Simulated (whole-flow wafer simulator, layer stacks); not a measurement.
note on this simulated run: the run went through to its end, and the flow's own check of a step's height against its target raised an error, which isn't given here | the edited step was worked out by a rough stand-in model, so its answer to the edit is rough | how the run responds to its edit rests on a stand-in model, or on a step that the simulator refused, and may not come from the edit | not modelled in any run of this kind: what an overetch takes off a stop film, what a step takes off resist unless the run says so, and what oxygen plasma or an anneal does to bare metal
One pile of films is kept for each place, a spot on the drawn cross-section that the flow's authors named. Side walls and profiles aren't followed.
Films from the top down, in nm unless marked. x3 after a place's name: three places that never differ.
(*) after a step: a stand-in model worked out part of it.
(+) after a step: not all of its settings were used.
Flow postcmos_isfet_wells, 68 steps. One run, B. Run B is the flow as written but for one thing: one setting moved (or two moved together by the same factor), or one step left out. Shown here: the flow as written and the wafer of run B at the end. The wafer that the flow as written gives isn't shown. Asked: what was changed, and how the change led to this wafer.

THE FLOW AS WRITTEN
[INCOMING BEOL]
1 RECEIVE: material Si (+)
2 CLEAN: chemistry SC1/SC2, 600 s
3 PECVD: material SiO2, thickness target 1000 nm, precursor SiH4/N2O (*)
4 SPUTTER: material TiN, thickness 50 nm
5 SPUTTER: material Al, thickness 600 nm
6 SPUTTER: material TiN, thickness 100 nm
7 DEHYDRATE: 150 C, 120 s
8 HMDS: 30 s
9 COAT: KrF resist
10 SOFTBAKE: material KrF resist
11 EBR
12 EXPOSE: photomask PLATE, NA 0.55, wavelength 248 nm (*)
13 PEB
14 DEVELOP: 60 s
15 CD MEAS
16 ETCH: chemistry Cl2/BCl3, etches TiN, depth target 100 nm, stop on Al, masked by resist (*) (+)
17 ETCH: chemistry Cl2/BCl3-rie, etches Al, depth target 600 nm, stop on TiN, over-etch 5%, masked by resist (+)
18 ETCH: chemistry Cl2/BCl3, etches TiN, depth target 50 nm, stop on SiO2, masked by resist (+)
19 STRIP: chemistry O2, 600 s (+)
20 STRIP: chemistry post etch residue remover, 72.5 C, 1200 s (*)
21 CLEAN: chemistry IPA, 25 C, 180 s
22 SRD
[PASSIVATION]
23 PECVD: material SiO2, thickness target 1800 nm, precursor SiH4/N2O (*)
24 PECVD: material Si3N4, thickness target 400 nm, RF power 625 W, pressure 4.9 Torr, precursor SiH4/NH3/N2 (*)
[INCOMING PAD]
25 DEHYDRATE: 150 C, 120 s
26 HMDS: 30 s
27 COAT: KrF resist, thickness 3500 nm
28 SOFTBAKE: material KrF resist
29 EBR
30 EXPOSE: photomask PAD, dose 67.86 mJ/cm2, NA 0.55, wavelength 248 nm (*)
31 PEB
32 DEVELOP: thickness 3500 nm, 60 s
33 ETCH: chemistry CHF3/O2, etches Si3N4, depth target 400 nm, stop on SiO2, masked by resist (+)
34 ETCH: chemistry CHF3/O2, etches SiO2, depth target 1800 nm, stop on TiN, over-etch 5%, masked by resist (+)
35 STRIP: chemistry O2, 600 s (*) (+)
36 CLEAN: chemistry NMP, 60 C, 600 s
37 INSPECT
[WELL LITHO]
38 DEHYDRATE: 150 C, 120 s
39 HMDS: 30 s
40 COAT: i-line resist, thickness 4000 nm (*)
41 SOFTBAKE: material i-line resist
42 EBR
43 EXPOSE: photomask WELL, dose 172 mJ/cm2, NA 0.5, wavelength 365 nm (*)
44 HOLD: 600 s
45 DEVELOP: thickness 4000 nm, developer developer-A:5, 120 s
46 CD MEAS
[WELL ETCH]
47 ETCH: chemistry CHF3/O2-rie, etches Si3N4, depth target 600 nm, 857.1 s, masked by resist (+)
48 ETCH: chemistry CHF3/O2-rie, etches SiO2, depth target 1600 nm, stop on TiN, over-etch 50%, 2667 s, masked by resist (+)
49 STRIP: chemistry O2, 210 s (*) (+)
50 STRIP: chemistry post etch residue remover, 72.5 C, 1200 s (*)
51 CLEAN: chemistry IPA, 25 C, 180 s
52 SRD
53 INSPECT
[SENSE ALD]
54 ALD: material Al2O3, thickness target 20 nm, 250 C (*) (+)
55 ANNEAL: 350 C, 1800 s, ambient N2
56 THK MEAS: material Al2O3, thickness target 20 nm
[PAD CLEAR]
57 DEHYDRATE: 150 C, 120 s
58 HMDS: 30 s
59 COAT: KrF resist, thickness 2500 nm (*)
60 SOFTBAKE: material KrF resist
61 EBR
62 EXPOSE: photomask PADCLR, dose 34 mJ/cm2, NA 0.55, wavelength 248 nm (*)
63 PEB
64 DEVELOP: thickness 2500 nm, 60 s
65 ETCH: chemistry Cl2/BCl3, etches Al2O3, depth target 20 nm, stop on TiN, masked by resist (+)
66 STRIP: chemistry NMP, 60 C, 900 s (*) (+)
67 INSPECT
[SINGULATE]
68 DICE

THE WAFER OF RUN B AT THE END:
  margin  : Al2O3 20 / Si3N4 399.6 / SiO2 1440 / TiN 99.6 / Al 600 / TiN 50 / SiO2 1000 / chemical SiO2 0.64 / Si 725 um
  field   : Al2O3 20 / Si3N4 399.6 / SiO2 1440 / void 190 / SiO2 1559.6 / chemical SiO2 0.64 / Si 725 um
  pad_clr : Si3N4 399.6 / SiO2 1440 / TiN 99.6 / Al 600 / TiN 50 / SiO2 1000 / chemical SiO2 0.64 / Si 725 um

The cause: step 23, PECVD: thickness target 1440 nm was run, where the flow has thickness target 1800 nm.
It can be read off the wafer: margin has SiO2 1440, and step 23 as written asks for 1800 nm.

How the change led to this, step by step:
  23 PECVD: material SiO2, thickness target 1800 nm, precursor SiH4/N2O (*)
      margin, well900, well1300 x3, pad_rim, pad_clr, pad_open: SiO2 +1440 (new film) (as written it would be: SiO2 +1800 (new film))
      field: SiO2 +1440 (new film), void +190 (new film), SiO2 +559.6 (as written it would be: SiO2 +1800 (new film), void +189.9 (new film), SiO2 +559.7)
  34 ETCH: chemistry CHF3/O2, etches SiO2, depth target 1800 nm, stop on TiN, over-etch 5%, masked by resist (+)
      field, margin, well900, well1300 x3, pad_rim, pad_clr: KrF resist -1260 (as written it would be: KrF resist -1500)
      pad_open: SiO2 -1440 (all of it) (as written it would be: SiO2 -1800 (all of it))
  35 STRIP: chemistry O2, 600 s (*) (+)
      field, margin, well900, well1300 x3, pad_rim, pad_clr: KrF resist -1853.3 (all of it) (as written it would be: KrF resist -1613.3 (all of it))
  40 COAT: i-line resist, thickness 4000 nm (*)
      pad_clr: i-line resist +3370.3 (new film) (as written it would be: i-line resist +3256.8 (new film))
      pad_open: i-line resist +4675 (new film) (as written it would be: i-line resist +4804.7 (new film))
  41 SOFTBAKE: material i-line resist
      pad_clr: i-line resist -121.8 (as written it would be: i-line resist -156.7)
      pad_open: i-line resist +99.1 (as written it would be: i-line resist +115.3)
  48 ETCH: chemistry CHF3/O2-rie, etches SiO2, depth target 1600 nm, stop on TiN, over-etch 50%, 2667 s, masked by resist (+)
      well900, well1300 x3: SiO2 -1240 (all of it) (as written it would be: SiO2 -1600 (all of it))
  49 STRIP: chemistry O2, 210 s (*) (+)
      pad_clr: i-line resist -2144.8 (all of it) (as written it would be: i-line resist -1996.5 (all of it))
      pad_open: i-line resist -3670.4 (all of it) (as written it would be: i-line resist -3816.3 (all of it))
  59 COAT: KrF resist, thickness 2500 nm (*)
      field: KrF resist +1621 (new film) (as written it would be: KrF resist +1449 (new film))
      margin: KrF resist +1620.9 (new film) (as written it would be: KrF resist +1448.9 (new film))
      (and at 3 more places)
  60 SOFTBAKE: material KrF resist
      pad_clr: KrF resist -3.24 (as written it would be: KrF resist -3.77)
  63 PEB
      field, margin: KrF resist -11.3 (as written it would be: KrF resist -10.1)
      pad_rim: KrF resist -14.5 (as written it would be: KrF resist -13.9)
      (and at 2 more places)
  64 DEVELOP: thickness 2500 nm, 60 s
      pad_clr: KrF resist -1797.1 (all of it) (as written it would be: KrF resist -1676 (all of it))
      pad_open: KrF resist -2955.1 (all of it) (as written it would be: KrF resist -3045.1 (all of it))
  66 STRIP: chemistry NMP, 60 C, 900 s (*) (+)
      field: KrF resist -1570.9 (all of it) (as written it would be: KrF resist -1400.1 (all of it))
      margin: KrF resist -1570.8 (all of it) (as written it would be: KrF resist -1400.1 (all of it))
      (and at 1 more place)
